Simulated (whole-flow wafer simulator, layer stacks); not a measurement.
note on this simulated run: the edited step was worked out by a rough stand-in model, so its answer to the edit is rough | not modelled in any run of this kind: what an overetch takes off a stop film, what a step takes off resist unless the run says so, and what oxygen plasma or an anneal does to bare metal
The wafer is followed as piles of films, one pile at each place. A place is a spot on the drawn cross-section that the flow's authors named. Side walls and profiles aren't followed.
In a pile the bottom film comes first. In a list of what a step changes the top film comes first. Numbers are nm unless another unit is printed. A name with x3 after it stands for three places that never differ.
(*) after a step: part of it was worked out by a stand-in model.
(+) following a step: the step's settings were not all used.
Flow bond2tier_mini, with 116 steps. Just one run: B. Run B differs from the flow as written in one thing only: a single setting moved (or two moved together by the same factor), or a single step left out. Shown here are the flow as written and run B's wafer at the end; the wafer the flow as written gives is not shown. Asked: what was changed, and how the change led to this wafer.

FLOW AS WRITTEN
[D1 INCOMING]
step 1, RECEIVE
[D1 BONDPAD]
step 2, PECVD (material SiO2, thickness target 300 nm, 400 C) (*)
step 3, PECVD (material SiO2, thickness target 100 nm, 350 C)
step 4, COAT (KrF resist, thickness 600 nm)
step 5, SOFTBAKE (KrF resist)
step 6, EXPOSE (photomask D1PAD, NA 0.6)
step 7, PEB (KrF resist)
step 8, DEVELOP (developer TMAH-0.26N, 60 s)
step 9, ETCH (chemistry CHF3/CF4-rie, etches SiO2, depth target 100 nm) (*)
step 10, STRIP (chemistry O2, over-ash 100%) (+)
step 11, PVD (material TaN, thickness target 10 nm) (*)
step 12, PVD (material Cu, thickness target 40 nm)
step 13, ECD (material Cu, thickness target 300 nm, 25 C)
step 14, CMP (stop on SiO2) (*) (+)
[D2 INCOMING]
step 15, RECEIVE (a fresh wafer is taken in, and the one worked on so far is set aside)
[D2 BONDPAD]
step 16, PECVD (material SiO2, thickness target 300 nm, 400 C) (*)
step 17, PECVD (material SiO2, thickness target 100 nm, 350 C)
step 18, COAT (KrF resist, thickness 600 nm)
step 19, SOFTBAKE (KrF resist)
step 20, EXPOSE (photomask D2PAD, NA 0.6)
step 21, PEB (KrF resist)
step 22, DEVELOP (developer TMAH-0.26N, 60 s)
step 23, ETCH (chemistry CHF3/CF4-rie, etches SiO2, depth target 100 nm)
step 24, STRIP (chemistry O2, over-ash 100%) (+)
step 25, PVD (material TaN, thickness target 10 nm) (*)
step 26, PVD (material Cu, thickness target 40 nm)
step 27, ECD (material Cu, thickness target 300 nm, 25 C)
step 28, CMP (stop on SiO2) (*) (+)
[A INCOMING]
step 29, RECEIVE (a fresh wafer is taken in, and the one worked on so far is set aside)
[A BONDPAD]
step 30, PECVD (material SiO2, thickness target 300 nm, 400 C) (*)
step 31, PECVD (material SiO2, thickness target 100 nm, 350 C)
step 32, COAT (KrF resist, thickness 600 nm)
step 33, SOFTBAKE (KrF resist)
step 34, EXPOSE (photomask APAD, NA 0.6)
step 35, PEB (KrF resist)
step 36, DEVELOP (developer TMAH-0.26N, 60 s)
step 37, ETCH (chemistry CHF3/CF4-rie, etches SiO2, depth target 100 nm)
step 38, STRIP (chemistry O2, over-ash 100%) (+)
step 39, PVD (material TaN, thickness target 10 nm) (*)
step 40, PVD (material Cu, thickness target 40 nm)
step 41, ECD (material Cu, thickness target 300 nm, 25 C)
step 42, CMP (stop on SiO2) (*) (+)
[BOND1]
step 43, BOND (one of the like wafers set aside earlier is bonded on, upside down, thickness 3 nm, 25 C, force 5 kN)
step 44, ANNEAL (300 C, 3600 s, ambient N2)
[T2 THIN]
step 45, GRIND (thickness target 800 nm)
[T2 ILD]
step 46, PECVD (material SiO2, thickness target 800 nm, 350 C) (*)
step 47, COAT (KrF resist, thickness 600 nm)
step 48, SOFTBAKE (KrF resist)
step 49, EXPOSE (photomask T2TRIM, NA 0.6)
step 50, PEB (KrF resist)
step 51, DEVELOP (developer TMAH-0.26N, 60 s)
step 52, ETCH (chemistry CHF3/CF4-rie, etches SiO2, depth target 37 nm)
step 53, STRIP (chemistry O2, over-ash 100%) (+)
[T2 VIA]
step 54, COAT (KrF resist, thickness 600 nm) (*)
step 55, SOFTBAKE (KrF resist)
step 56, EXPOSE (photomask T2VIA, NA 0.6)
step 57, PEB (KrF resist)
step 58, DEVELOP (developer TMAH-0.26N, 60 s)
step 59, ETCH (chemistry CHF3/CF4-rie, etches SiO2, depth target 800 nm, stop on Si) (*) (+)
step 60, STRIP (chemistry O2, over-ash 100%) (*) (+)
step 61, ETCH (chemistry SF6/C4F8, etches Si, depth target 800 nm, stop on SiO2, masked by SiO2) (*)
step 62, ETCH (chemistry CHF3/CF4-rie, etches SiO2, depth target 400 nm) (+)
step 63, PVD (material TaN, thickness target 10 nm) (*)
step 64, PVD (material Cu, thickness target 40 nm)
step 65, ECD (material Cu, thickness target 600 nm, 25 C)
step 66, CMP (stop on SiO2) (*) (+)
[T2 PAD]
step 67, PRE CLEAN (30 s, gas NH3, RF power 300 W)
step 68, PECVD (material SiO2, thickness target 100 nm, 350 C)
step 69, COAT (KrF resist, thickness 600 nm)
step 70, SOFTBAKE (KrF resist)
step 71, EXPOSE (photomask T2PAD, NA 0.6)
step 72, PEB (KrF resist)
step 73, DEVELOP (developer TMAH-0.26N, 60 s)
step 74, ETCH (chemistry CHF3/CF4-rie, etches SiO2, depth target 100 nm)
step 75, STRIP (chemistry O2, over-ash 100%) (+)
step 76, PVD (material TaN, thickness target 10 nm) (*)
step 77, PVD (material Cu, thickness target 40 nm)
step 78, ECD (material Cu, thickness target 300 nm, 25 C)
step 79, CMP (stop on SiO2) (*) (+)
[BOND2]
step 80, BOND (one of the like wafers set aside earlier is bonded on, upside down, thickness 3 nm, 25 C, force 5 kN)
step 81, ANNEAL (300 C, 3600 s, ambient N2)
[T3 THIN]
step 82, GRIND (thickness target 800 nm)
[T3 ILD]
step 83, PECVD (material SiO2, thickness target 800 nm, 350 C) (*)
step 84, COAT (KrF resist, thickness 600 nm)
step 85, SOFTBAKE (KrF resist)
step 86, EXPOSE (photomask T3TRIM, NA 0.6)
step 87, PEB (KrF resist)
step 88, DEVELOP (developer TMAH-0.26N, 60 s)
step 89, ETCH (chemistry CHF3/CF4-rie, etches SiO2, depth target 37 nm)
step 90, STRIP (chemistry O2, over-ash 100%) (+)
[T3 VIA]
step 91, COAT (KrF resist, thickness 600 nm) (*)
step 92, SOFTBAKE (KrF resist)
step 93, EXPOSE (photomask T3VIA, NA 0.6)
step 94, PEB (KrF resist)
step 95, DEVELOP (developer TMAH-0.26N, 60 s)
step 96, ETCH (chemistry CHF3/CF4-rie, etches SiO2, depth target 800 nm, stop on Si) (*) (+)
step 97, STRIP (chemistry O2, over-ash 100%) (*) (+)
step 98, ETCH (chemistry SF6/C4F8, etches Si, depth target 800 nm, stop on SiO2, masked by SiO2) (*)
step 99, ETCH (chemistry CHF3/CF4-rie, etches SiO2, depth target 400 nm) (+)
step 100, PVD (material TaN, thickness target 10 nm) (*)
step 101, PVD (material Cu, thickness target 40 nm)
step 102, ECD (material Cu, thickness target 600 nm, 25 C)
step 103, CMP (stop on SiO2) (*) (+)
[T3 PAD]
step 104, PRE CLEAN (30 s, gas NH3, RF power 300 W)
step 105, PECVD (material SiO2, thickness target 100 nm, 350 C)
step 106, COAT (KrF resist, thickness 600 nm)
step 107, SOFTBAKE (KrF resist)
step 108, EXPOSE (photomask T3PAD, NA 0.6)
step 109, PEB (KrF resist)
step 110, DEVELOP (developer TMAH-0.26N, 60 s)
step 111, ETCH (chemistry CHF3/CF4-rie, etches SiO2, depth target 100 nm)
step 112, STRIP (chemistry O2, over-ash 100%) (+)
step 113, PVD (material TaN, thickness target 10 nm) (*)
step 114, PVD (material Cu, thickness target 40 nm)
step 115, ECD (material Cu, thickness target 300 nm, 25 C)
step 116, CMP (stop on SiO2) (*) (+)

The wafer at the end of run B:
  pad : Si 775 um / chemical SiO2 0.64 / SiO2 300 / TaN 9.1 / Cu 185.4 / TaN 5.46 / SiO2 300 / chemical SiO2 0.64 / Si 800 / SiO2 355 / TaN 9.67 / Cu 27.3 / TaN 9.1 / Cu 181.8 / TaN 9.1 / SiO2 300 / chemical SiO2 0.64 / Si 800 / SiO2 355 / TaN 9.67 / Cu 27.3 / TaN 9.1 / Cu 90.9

Cause: step 11, PVD: thickness target 6 nm was run, while the flow as written has thickness target 10 nm.

The path from the change to this, step by step:
  step 11, PVD (material TaN, thickness target 10 nm) (*)
      field: TaN gains 6 (new film) (as written it would have been: TaN gains 10 (new film))
      pad: TaN gains 5.46 (new film) (as written it would have been: TaN gains 9.1 (new film))
      (and at 1 other place as well)
  step 14, CMP (stop on SiO2) (*) (+)
      field: Cu loses 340 (all of it), TaN loses 6 (all of it) (as written it would have been: Cu loses 340 (all of it), TaN loses 10 (all of it))
  step 43, BOND (one of the like wafers set aside earlier is bonded on, upside down, thickness 3 nm, 25 C, force 5 kN)
      pad: Si gains 775 um (new film), chemical SiO2 gains 0.64 (new film), SiO2 gains 300 (new film), TaN gains 5.46 (new film), Cu gains 94.5 (as written it would have been: Si gains 775 um (new film), chemical SiO2 gains 0.64 (new film), SiO2 gains 300 (new film), TaN gains 9.1 (new film), Cu gains 90.9)
      via: Si gains 775 um (new film), chemical SiO2 gains 0.64 (new film), SiO2 gains 300 (new film), TaN gains 5.98 (new film), Cu gains 94 (as written it would have been: Si gains 775 um (new film), chemical SiO2 gains 0.64 (new film), SiO2 gains 300 (new film), TaN gains 9.97 (new film), Cu gains 90)
